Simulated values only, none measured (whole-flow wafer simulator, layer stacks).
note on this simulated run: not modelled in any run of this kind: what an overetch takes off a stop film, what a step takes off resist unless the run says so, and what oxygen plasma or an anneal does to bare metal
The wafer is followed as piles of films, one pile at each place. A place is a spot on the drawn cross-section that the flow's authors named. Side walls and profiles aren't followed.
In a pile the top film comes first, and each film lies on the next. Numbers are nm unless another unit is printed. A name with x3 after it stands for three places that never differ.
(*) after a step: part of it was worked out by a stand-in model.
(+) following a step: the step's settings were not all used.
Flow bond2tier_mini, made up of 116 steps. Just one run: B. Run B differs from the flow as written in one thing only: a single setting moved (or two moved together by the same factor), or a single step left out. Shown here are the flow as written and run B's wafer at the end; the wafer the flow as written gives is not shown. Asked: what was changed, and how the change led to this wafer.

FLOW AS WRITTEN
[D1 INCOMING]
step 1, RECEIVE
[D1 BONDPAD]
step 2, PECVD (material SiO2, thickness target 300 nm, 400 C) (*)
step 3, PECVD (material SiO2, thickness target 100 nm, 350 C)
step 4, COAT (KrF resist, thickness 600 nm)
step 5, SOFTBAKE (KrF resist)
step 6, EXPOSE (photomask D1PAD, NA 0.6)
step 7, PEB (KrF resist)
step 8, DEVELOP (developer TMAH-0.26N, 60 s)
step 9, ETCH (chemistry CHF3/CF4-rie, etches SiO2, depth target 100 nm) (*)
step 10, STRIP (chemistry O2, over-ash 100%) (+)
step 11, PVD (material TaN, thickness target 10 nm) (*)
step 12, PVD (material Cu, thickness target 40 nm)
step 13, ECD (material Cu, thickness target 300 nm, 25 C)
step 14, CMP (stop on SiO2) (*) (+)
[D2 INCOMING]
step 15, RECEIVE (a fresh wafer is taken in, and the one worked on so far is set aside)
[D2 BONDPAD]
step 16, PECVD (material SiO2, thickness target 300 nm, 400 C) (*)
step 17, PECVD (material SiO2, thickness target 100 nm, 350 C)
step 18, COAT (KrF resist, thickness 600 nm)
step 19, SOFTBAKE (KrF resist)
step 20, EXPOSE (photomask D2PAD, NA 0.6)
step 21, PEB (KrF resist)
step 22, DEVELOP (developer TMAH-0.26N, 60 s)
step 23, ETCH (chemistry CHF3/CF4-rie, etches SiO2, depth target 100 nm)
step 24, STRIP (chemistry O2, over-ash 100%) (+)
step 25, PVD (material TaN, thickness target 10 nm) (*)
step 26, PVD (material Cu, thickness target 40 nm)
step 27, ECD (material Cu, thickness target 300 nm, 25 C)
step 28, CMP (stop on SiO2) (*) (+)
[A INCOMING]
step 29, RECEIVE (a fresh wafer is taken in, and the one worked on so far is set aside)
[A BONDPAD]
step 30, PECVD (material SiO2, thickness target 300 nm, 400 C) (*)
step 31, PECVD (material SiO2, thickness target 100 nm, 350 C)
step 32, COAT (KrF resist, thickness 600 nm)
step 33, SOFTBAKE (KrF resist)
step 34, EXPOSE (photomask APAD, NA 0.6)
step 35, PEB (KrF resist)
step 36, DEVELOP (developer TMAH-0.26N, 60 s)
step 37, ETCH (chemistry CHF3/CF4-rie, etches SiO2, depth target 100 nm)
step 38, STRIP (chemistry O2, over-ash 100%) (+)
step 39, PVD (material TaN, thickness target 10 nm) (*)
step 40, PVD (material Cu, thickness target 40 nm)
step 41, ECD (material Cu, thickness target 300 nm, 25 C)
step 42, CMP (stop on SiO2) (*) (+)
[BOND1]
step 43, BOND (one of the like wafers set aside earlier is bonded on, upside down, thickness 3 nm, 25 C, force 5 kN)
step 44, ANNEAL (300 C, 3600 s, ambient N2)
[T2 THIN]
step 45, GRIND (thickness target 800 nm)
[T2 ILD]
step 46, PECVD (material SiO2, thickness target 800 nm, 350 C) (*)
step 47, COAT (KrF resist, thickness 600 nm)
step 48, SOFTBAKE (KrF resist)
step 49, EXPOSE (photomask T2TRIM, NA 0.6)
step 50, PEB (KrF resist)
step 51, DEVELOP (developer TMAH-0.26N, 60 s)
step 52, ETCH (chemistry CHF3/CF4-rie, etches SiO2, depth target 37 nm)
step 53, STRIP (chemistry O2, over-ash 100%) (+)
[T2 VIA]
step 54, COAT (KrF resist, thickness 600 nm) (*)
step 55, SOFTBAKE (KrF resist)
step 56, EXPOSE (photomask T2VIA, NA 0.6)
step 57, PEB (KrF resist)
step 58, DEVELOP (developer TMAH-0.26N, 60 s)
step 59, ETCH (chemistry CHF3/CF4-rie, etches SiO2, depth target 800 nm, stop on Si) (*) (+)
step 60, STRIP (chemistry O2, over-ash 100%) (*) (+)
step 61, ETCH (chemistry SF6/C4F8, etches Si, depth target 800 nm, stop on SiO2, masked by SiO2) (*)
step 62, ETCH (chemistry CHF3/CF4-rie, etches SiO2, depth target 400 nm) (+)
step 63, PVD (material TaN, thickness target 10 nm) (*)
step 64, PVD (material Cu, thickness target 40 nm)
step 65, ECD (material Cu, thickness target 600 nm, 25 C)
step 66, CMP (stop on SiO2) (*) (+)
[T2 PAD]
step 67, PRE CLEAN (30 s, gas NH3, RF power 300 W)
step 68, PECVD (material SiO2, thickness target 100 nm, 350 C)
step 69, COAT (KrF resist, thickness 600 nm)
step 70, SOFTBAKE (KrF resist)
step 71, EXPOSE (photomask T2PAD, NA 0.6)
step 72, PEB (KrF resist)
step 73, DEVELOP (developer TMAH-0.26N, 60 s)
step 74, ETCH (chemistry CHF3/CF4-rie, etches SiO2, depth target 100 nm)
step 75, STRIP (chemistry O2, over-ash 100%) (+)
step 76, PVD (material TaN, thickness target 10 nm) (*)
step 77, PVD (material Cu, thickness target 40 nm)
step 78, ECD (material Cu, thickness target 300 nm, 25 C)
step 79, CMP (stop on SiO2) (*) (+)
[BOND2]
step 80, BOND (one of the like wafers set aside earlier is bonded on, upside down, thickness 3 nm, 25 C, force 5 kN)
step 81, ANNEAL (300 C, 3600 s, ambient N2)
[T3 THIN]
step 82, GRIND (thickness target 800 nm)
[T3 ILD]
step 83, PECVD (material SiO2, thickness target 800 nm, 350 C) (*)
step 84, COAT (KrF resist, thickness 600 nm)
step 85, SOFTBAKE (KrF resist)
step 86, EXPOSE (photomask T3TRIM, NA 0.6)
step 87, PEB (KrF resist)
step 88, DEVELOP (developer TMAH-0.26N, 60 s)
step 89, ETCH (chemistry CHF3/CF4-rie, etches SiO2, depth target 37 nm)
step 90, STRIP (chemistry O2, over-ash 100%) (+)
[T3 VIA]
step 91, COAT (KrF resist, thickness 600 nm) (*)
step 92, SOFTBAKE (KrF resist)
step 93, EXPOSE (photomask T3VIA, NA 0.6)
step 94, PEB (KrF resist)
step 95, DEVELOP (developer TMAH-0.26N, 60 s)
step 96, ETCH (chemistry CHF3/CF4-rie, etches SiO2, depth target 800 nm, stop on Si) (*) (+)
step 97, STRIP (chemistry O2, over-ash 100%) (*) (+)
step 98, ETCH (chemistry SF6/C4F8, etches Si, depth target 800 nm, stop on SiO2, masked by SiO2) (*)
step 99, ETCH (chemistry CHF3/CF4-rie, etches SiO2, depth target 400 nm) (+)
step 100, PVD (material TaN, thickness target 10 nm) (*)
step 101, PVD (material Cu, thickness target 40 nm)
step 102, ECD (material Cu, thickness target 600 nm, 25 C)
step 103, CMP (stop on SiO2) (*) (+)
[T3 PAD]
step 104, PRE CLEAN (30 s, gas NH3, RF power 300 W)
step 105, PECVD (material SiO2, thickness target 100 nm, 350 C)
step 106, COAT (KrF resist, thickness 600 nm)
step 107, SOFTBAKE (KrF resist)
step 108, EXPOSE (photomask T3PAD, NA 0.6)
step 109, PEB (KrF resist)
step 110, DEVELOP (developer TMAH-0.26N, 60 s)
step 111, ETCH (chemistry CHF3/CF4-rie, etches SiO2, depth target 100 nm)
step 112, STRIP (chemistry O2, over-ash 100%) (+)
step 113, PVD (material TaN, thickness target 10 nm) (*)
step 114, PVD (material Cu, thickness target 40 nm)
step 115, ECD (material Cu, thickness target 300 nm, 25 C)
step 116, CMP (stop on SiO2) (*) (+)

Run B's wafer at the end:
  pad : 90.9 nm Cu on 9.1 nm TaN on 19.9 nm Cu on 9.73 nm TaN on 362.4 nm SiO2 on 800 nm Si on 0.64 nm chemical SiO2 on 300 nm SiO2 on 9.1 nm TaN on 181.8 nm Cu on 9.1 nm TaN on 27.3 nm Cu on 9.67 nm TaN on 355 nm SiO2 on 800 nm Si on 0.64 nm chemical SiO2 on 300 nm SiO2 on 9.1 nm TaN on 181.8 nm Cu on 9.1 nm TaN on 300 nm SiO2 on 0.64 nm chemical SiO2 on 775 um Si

What caused this: step 89, ETCH: depth target 29.6 nm was run, whereas the flow has depth target 37 nm.

Step by step, how the change led to this:
  step 89, ETCH (chemistry CHF3/CF4-rie, etches SiO2, depth target 37 nm)
      field: -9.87 KrF resist (it would be, as written: -12.3 KrF resist)
      pad: -29.6 SiO2 (it would be, as written: -37 SiO2)
